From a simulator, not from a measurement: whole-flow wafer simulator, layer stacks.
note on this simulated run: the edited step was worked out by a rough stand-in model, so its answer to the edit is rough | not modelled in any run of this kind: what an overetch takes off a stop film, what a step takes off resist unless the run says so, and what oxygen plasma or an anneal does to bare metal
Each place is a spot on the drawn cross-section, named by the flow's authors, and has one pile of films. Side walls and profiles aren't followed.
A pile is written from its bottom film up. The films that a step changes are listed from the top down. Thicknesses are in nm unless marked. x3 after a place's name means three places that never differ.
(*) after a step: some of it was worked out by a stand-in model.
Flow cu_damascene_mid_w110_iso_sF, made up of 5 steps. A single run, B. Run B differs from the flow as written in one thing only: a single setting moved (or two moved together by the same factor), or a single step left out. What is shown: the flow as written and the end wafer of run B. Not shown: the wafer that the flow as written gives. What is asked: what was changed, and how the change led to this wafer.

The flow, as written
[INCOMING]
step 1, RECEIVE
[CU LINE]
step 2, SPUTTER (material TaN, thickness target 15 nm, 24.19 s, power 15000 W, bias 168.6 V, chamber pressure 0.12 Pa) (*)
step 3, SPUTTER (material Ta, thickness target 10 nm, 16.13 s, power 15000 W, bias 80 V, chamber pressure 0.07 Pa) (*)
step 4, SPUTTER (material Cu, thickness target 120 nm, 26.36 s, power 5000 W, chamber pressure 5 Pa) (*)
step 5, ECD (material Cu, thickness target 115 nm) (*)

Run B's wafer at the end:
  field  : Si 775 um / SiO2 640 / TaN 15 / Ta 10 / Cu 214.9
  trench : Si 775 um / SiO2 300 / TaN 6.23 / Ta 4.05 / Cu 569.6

Cause: step 5, ECD: thickness target 94.9 nm was run, whereas the flow has thickness target 115 nm.

How this came from the change, step by step:
  step 5, ECD (material Cu, thickness target 115 nm) (*)
      field: Cu gains 94.9 (in the flow as written it would be: Cu gains 115)
      trench: Cu gains 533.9 (in the flow as written it would be: Cu gains 554)
